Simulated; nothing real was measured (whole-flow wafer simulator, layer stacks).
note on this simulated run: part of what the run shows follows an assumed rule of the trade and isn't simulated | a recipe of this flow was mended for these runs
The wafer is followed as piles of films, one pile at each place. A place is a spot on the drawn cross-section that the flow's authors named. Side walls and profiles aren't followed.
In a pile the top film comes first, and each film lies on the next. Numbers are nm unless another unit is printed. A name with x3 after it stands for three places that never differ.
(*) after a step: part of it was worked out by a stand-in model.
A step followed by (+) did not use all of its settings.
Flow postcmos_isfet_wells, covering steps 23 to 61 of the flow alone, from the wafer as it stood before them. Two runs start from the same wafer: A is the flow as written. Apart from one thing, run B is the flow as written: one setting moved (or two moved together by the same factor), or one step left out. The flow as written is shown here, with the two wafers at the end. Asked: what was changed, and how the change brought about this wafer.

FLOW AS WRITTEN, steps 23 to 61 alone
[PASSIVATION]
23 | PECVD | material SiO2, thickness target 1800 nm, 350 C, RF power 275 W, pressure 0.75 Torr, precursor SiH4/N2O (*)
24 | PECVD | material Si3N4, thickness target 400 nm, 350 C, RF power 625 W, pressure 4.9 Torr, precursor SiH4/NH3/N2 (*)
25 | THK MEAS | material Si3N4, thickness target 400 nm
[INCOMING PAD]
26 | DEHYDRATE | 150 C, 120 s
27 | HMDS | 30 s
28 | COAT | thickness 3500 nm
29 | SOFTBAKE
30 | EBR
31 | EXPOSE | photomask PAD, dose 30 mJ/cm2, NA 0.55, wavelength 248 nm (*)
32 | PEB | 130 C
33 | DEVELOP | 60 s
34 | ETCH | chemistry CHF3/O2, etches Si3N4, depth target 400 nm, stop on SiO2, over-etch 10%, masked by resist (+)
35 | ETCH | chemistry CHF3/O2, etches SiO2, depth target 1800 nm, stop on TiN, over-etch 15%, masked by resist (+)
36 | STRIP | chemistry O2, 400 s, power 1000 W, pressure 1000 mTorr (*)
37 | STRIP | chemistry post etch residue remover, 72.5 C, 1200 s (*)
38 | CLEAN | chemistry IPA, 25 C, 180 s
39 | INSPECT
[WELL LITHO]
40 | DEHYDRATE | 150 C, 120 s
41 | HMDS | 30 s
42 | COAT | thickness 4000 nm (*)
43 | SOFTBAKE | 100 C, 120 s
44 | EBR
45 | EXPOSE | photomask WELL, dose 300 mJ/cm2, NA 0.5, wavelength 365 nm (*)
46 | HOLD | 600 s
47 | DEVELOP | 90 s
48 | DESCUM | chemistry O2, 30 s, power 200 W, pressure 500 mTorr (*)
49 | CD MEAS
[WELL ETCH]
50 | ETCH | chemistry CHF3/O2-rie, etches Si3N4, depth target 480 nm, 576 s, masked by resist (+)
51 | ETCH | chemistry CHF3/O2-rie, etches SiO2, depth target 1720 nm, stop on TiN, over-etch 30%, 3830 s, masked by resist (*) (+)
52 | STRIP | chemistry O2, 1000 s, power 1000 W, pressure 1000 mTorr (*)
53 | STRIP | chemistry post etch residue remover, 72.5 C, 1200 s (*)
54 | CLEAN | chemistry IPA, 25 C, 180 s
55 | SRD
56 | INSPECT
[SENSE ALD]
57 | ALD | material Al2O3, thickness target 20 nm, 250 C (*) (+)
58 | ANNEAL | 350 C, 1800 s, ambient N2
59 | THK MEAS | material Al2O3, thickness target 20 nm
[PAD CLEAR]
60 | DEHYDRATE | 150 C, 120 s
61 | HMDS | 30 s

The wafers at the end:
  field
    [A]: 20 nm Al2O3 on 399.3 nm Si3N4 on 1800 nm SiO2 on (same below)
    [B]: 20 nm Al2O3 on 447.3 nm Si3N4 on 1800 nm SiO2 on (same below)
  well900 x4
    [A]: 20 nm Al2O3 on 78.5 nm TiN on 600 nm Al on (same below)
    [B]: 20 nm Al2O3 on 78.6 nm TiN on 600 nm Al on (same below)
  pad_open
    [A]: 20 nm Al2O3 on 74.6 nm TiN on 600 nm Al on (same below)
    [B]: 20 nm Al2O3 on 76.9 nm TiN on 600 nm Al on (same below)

The reason: step 24, PECVD: thickness target 448 nm was run, whereas the flow has thickness target 400 nm; step 50, ETCH: 645 s was run, where the flow has 576 s.

Step by step, how the change led to this:
  24 | PECVD | material Si3N4, thickness target 400 nm, 350 C, RF power 625 W, pressure 4.9 Torr, precursor SiH4/NH3/N2 (*)
      field, margin x2, well900 x4, pad_clr, pad_open: A Si3N4 gains 400 (new film) | B Si3N4 gains 448 (new film)
  34 | ETCH | chemistry CHF3/O2, etches Si3N4, depth target 400 nm, stop on SiO2, over-etch 10%, masked by resist (+)
      pad_open: A Si3N4 loses 400 (all of it), SiO2 loses 20 | B Si3N4 loses 440
  35 | ETCH | chemistry CHF3/O2, etches SiO2, depth target 1800 nm, stop on TiN, over-etch 15%, masked by resist (+)
      pad_open: A SiO2 loses 1780 (all of it), TiN loses 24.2 | B Si3N4 loses 8 (all of it), SiO2 loses 1800 (all of it), TiN loses 21.8
  43 | SOFTBAKE | 100 C, 120 s
      pad_clr: A thick-g/i-line-resist loses 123 | B thick-g/i-line-resist loses 126.5
  50 | ETCH | chemistry CHF3/O2-rie, etches Si3N4, depth target 480 nm, 576 s, masked by resist (+)
      field, margin x2, pad_clr, pad_open: A thick-g/i-line-resist loses 148.8 | B thick-g/i-line-resist loses 166.6
      well900 x4: A Si3N4 loses 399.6 (all of it), SiO2 loses 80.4 | B Si3N4 loses 447.6 (all of it), SiO2 loses 89.9
